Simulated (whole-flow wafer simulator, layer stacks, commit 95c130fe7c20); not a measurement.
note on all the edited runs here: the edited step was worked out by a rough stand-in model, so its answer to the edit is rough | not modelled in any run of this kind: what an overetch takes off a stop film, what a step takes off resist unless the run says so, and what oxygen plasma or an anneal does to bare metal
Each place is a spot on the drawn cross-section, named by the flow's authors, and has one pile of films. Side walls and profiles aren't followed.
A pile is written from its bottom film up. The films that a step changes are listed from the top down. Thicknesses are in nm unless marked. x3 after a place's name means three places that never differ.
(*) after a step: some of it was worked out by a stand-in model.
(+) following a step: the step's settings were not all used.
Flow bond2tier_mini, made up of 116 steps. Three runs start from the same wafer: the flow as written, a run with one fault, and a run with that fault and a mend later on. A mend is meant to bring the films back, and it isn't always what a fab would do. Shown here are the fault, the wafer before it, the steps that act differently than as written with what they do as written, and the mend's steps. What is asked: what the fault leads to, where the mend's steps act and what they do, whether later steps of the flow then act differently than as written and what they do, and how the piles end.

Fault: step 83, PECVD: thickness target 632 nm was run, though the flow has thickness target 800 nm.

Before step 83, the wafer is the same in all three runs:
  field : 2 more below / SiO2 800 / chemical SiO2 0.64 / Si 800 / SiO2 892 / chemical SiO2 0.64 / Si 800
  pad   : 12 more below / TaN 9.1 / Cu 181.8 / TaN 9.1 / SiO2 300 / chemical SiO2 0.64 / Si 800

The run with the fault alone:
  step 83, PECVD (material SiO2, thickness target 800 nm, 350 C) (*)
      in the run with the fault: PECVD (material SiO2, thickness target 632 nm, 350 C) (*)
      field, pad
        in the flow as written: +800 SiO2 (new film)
        in the run with the fault: +632 SiO2 (new film)
  None of the later steps of the flow acts differently than as written at any place that is followed.
  The piles end different from the flow's at field, pad by more than 2% or 0.5 nm, whichever is larger.
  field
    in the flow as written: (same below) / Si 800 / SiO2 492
    in the run with the fault: (same below) / Si 800 / SiO2 324
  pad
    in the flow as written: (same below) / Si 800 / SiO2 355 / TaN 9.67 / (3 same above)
    in the run with the fault: (same below) / Si 800 / SiO2 187 / TaN 9.67 / (3 same above)

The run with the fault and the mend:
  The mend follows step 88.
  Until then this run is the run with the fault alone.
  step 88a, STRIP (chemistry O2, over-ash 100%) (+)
      field
        -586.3 KrF resist (all of it)
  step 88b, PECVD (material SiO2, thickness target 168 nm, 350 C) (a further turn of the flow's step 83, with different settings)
      field, pad
        +168 SiO2
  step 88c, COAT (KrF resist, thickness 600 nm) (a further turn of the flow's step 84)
      field, pad
        +600 KrF resist (new film)
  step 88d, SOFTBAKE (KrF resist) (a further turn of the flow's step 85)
      does not change any film at any place that is followed
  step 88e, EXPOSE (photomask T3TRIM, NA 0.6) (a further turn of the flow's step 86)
      does not change any film at any place that is followed
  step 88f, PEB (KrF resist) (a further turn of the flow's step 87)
      does not change any film at any place that is followed
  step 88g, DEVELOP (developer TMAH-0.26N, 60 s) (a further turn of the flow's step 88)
      field
        -13.7 KrF resist
      pad
        -600 KrF resist (all of it)
  None of the later steps of the flow acts differently than as written at any place that is followed.
  By the end, the piles equal the flow's at every place that both follow.
